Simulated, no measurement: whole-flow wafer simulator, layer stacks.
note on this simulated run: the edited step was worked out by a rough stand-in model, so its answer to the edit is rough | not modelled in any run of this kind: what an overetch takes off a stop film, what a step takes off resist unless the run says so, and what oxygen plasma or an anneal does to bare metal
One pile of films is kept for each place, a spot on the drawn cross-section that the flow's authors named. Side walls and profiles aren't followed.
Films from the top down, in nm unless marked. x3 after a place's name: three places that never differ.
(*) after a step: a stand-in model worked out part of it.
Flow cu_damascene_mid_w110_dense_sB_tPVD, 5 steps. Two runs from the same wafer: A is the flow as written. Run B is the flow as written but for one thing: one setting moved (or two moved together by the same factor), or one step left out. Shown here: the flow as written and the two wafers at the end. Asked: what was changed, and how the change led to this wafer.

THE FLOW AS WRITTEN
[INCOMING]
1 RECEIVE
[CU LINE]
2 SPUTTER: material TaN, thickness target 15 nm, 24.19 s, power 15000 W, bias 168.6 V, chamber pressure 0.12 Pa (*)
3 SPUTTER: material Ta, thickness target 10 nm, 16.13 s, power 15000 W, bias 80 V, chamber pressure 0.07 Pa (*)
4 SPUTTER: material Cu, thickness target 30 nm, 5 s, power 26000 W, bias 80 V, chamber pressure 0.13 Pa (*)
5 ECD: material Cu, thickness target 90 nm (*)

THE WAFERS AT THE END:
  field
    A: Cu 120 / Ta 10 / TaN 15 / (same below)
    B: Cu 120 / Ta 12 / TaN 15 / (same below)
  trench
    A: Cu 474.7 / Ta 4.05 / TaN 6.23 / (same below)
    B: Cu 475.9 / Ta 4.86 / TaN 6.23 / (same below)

The cause: step 3, SPUTTER: 19.36 s was run, where the flow has 16.13 s.

How the change led to this, step by step:
  3 SPUTTER: material Ta, thickness target 10 nm, 16.13 s, power 15000 W, bias 80 V, chamber pressure 0.07 Pa (*)
      field: A Ta +10 (new film) | B Ta +12 (new film)
      trench: A Ta +4.05 (new film) | B Ta +4.86 (new film)
